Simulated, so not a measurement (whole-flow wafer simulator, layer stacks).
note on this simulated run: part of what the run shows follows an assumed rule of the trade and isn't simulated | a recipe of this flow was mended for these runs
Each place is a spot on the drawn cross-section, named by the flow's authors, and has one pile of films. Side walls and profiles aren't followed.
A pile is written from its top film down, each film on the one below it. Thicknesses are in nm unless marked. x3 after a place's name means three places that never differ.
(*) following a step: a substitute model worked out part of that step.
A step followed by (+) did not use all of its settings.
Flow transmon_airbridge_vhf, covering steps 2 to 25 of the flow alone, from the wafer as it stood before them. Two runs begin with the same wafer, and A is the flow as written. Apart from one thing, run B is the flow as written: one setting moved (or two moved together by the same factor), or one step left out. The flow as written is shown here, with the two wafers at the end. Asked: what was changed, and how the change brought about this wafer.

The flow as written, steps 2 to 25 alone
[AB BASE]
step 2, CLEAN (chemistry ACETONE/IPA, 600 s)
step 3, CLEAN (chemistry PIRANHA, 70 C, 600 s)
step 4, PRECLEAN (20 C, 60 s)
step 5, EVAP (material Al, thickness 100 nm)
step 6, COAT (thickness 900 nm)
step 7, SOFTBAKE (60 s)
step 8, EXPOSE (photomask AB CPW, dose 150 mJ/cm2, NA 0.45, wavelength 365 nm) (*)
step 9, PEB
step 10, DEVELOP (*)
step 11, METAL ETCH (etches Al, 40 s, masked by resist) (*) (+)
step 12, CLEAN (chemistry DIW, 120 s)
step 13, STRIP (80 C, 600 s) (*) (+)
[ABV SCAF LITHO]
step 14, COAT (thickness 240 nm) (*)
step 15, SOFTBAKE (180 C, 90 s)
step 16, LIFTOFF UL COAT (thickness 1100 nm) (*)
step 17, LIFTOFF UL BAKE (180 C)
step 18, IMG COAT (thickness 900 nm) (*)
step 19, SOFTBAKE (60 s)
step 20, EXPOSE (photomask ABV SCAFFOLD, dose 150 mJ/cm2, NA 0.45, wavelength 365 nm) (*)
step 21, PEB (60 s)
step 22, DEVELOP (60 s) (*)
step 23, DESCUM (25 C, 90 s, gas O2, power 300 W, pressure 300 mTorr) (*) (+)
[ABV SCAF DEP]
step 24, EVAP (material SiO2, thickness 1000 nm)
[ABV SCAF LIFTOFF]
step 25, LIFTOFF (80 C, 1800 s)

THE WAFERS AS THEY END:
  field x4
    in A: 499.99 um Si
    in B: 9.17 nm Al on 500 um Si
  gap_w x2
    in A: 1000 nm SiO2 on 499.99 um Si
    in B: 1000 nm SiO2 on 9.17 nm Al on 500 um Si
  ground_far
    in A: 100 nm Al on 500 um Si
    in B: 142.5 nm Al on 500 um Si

The reason: step 5, EVAP: thickness 142.5 nm was run, whereas the flow has thickness 100 nm.
The wafer itself shows it: ground_far has Al 142.5, and step 5 as written asks for 100 nm.

The path from the change to this, step by step:
  step 5, EVAP (material Al, thickness 100 nm)
      field x4, ground_far, pad_w x2, flank_w x2, gap_w x2, cpw_trace, trace_open_s x2, margin_s x3: A +100 Al (new film) | B +142.5 Al (new film)
  step 11, METAL ETCH (etches Al, 40 s, masked by resist) (*) (+)
      field x4, gap_w x2: A -86.7 Al (all of it), -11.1 Si | B -120 Al
If metal films that touch count as one body, field x4 has 1 body; the flow as written gives 0 bodies.
If metal films that touch count as one body, gap_w x2 has 1 body; the flow as written gives 0 bodies.
